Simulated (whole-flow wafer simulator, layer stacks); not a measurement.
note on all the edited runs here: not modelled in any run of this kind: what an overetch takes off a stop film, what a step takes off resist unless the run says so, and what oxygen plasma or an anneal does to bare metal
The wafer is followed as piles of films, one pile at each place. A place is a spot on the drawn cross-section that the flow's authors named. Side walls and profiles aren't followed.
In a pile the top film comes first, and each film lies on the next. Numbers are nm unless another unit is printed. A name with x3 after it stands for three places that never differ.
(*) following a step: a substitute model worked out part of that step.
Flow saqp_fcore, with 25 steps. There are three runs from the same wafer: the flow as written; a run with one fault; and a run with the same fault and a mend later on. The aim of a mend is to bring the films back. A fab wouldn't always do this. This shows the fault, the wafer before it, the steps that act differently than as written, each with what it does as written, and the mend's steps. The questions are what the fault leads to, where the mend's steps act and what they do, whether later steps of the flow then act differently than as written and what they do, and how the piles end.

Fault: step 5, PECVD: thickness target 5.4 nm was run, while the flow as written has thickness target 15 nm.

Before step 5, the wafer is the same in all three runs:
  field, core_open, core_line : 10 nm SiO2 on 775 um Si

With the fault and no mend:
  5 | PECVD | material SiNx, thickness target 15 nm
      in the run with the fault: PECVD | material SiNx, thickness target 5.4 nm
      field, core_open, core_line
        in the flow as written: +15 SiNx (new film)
        in the run with the fault: +5.4 SiNx (new film)
  Steps later in the flow that act otherwise than as written:
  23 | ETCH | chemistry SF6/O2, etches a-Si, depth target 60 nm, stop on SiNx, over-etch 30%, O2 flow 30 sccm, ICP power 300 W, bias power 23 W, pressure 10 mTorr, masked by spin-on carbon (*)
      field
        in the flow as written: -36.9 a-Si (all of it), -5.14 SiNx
        in the run with the fault: -36.9 a-Si (all of it), -5.4 SiNx (all of it)
  At field, core_open, core_line, the piles at the end differ from the flow's by more than 2% or 0.5 nm, whichever is larger.
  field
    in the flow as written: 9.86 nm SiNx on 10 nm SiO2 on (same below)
    in the run with the fault: 10 nm SiO2 on (same below)
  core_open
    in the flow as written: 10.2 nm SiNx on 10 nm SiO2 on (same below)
    in the run with the fault: 0.58 nm SiNx on 10 nm SiO2 on (same below)
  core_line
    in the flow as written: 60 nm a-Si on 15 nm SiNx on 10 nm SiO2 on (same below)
    in the run with the fault: 60 nm a-Si on 5.4 nm SiNx on 10 nm SiO2 on (same below)

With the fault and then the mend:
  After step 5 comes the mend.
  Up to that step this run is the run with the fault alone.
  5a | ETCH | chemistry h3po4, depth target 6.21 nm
      field, core_open, core_line
        -5.4 SiNx (all of it)
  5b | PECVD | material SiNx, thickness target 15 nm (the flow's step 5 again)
      field, core_open, core_line
        +15 SiNx (new film)
  Every later step of the flow that is run acts as written at every place that is followed.
  The piles end the same as the flow's at every place that both follow.
